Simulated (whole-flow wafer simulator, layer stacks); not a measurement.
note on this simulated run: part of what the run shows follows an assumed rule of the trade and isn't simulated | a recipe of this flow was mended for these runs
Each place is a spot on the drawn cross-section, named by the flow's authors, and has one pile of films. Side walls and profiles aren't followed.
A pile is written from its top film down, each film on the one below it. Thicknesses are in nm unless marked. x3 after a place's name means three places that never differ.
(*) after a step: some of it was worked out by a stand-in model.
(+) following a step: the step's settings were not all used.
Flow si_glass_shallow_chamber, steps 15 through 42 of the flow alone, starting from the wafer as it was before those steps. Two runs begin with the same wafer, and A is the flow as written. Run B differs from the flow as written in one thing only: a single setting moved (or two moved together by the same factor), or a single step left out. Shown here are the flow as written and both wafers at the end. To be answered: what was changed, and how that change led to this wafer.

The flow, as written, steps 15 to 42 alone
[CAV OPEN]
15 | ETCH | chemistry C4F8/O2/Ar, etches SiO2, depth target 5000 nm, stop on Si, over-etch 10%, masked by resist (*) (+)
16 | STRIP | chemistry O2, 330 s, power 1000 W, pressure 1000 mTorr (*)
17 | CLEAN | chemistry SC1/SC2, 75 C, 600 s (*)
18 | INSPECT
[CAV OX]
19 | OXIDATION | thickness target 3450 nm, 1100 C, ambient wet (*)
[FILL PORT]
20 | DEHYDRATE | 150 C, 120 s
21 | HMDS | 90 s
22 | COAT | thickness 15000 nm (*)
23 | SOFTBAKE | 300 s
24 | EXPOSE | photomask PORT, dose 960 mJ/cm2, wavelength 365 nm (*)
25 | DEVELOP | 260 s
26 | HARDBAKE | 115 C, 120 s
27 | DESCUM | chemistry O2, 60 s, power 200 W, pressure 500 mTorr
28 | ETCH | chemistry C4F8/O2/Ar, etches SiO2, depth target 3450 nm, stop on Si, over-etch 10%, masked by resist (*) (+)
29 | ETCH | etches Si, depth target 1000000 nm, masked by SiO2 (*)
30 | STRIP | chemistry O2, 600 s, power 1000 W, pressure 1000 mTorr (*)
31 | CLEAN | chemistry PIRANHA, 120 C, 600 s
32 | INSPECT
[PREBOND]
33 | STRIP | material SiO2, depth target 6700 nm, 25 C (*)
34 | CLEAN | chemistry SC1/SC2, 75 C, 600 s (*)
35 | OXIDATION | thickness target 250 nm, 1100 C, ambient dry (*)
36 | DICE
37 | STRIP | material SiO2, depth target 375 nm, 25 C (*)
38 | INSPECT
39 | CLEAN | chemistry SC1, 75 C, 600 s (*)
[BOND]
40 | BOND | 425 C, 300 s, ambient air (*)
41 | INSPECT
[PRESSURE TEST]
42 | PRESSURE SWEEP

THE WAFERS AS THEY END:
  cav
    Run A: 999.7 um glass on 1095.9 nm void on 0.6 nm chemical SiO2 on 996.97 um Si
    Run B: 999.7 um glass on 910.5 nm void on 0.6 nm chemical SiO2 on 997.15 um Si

The reason: step 15, ETCH: depth target 4280 nm was run, whereas the flow has depth target 5000 nm.

How this came from the change, step by step:
  15 | ETCH | chemistry C4F8/O2/Ar, etches SiO2, depth target 5000 nm, stop on Si, over-etch 10%, masked by resist (*) (+)
      cav, port: A -5000 SiO2 (all of it), -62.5 Si | B -4708 SiO2
      rim, ramp, septum, ring: A -1100 thick-i-line-resist | B -941.6 thick-i-line-resist
  16 | STRIP | chemistry O2, 330 s, power 1000 W, pressure 1000 mTorr (*)
      cav, port: A +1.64 chemical SiO2 (new film), -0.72 Si | B nothing
      rim, ramp, septum, ring: A -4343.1 thick-i-line-resist (all of it) | B -4501.5 thick-i-line-resist (all of it)
  17 | CLEAN | chemistry SC1/SC2, 75 C, 600 s (*)
      cav, port: A -1.04 chemical SiO2, -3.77 Si | B -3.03 SiO2
  19 | OXIDATION | thickness target 3450 nm, 1100 C, ambient wet (*)
      cav, port: A +3450 SiO2 (new film), -0.6 chemical SiO2 (all of it), -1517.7 Si | B +3180.2 SiO2, -1399.3 Si
  22 | COAT | thickness 15000 nm (*)
      rim: A +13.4 um thick-i-line-resist (new film) | B +13.49 um thick-i-line-resist (new film)
      ramp: A +12.89 um thick-i-line-resist (new film) | B +13 um thick-i-line-resist (new film)
      (and at 3 other places as well)
  23 | SOFTBAKE | 300 s
      rim: A -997 thick-i-line-resist | B -939.5 thick-i-line-resist
      ramp: A -487.1 thick-i-line-resist | B -456.8 thick-i-line-resist
      (and at 4 other places as well)
  25 | DEVELOP | 260 s
      port: A -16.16 um thick-i-line-resist (all of it) | B -16.09 um thick-i-line-resist (all of it)
  28 | ETCH | chemistry C4F8/O2/Ar, etches SiO2, depth target 3450 nm, stop on Si, over-etch 10%, masked by resist (*) (+)
      port: A -3450 SiO2 (all of it), -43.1 Si | B -3469.2 SiO2 (all of it), -40.7 Si
  29 | ETCH | etches Si, depth target 1000000 nm, masked by SiO2 (*)
      rim, ramp: A -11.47 um thick-i-line-resist (all of it), -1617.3 SiO2 | B -11.61 um thick-i-line-resist (all of it), -1542.7 SiO2
      port: A +997.05 um hole (new film), -997.05 um Si (all of it) | B +997.24 um hole (new film), -997.24 um Si (all of it)
      (and at 2 other places as well)
  30 | STRIP | chemistry O2, 600 s, power 1000 W, pressure 1000 mTorr (*)
      cav: A -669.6 thick-i-line-resist (all of it) | B -607.4 thick-i-line-resist (all of it)
  40 | BOND | 425 C, 300 s, ambient air (*)
      cav: A +999.7 um glass (new film), +1095.9 void (new film) | B +999.7 um glass (new film), +910.5 void (new film)
      port: A +999.7 um glass (new film), +1017.3 hole | B +999.7 um glass (new film), +829.4 hole
